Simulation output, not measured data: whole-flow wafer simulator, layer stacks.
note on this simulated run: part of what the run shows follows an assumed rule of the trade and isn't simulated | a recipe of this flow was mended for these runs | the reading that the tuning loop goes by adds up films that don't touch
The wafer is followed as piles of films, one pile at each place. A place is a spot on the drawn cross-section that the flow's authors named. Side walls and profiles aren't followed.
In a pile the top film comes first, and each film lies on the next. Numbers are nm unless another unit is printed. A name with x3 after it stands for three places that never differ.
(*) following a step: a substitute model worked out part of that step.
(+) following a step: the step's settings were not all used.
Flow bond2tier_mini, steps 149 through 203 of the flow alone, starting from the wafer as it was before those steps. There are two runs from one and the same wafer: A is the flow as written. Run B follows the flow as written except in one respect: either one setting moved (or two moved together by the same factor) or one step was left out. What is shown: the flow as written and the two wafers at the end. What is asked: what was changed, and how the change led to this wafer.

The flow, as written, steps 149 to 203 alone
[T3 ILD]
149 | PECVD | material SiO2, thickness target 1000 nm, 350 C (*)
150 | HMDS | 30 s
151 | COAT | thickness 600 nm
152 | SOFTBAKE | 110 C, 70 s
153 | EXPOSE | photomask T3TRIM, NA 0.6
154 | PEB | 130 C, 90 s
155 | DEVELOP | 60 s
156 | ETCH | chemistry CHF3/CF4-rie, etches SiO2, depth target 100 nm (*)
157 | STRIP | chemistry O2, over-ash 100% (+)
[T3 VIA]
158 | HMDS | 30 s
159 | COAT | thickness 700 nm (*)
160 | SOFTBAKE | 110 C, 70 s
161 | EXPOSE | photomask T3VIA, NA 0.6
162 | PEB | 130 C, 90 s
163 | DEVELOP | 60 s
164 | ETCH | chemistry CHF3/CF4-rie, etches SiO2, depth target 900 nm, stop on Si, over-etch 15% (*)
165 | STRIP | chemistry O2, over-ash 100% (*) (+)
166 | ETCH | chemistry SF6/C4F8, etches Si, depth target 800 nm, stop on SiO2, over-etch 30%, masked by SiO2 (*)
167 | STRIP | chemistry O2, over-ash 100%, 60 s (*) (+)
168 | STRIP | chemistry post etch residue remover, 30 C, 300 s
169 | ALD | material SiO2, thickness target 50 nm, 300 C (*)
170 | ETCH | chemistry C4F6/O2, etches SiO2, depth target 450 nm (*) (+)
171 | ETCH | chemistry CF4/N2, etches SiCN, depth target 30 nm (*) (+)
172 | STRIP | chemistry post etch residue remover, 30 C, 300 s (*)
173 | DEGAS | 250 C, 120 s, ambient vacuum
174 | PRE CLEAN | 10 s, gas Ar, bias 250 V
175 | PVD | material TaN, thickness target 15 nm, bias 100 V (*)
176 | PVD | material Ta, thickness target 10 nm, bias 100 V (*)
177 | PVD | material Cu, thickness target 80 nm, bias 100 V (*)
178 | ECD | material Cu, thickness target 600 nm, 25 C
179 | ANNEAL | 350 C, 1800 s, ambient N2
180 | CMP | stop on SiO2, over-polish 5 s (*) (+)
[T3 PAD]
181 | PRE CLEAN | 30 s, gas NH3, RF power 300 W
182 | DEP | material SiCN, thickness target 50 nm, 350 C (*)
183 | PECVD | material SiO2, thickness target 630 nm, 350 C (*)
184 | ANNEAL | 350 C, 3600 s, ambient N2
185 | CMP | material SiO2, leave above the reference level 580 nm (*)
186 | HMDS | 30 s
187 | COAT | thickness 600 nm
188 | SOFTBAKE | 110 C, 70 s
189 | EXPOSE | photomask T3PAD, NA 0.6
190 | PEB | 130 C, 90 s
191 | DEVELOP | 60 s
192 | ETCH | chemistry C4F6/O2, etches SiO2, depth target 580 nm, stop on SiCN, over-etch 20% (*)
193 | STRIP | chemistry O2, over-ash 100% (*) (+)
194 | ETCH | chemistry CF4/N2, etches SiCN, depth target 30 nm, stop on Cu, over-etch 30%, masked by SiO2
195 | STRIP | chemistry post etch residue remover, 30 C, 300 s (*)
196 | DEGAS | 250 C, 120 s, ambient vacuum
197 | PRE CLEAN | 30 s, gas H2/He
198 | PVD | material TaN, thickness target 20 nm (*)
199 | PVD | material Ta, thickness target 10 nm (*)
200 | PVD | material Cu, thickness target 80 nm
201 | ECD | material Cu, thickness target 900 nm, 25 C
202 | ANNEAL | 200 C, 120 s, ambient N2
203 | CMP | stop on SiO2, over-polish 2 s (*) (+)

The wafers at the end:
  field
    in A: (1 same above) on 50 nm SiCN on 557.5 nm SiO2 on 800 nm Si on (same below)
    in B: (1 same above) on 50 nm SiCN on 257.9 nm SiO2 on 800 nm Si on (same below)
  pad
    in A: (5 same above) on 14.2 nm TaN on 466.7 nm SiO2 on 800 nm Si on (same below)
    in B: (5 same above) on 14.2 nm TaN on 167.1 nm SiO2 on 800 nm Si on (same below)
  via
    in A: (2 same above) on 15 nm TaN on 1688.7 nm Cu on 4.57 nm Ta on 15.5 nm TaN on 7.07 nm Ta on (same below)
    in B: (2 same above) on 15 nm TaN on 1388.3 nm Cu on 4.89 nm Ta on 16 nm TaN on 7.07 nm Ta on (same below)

The reason: step 149, PECVD: thickness target 700 nm was run, though the flow has thickness target 1000 nm.

The path from the change to this, step by step:
  149 | PECVD | material SiO2, thickness target 1000 nm, 350 C (*)
      field, pad, via: A SiO2 gains 1000 (new film) | B SiO2 gains 700 (new film)
  164 | ETCH | chemistry CHF3/CF4-rie, etches SiO2, depth target 900 nm, stop on Si, over-etch 15% (*)
      field, pad: A thick-KrF-resist loses 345 | B thick-KrF-resist loses 230
      via: A SiO2 loses 900 (all of it), Si loses 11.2 | B SiO2 loses 600 (all of it), Si loses 36.2
  165 | STRIP | chemistry O2, over-ash 100% (*) (+)
      field: A thick-KrF-resist loses 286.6 (all of it) | B thick-KrF-resist loses 401.6 (all of it)
      pad: A thick-KrF-resist loses 372.9 (all of it) | B thick-KrF-resist loses 487.9 (all of it)
  166 | ETCH | chemistry SF6/C4F8, etches Si, depth target 800 nm, stop on SiO2, over-etch 30%, masked by SiO2 (*)
      via: A Si loses 788.8 (all of it), chemical SiO2 loses 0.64 (all of it), SiO2 loses 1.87 | B Si loses 763.8 (all of it), chemical SiO2 loses 0.64 (all of it), SiO2 loses 2.12
  177 | PVD | material Cu, thickness target 80 nm, bias 100 V (*)
      via: A Cu gains 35 (new film) | B Cu gains 37.6 (new film)
  178 | ECD | material Cu, thickness target 600 nm, 25 C
      via: A Cu gains 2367 | B Cu gains 2063.9
